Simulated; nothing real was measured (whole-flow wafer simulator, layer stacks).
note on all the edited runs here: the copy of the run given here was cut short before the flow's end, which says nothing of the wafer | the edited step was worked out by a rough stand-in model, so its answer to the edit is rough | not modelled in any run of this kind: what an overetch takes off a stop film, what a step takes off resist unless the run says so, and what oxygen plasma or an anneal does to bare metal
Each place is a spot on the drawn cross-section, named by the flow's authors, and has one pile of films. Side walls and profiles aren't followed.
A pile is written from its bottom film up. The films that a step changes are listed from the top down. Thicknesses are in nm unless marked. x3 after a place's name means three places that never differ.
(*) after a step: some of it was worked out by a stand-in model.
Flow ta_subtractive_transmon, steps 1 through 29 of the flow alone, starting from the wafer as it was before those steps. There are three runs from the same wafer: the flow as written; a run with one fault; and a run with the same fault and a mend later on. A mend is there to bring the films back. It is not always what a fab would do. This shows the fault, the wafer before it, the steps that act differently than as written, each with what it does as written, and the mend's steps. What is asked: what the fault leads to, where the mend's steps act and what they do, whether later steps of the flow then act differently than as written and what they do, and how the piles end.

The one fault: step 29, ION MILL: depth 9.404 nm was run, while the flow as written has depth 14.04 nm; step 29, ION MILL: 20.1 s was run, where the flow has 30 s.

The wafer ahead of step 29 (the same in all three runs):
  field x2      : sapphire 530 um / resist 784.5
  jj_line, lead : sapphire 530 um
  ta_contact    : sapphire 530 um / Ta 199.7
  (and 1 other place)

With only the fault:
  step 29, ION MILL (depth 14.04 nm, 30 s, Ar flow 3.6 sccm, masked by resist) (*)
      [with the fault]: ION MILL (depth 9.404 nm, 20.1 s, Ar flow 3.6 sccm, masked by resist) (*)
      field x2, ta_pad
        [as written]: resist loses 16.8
        [with the fault]: resist loses 11.2
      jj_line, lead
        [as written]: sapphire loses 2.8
        [with the fault]: sapphire loses 1.87
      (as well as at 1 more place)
  None of the later steps of the flow acts differently than as written at any place that is followed.
  The piles end only slightly different from the flow's at the places that both follow, by no more than 2% or 0.5 nm, whichever is larger.

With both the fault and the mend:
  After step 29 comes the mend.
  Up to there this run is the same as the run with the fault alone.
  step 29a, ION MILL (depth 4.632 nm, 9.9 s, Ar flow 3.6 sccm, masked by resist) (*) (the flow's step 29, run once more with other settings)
      field x2, ta_pad
        resist loses 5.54
      jj_line, lead
        sapphire loses 0.92
      ta_contact
        Ta loses 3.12
  None of the later steps of the flow acts differently than as written at any place that is followed.
  By the end, the piles equal the flow's at every place that both follow.
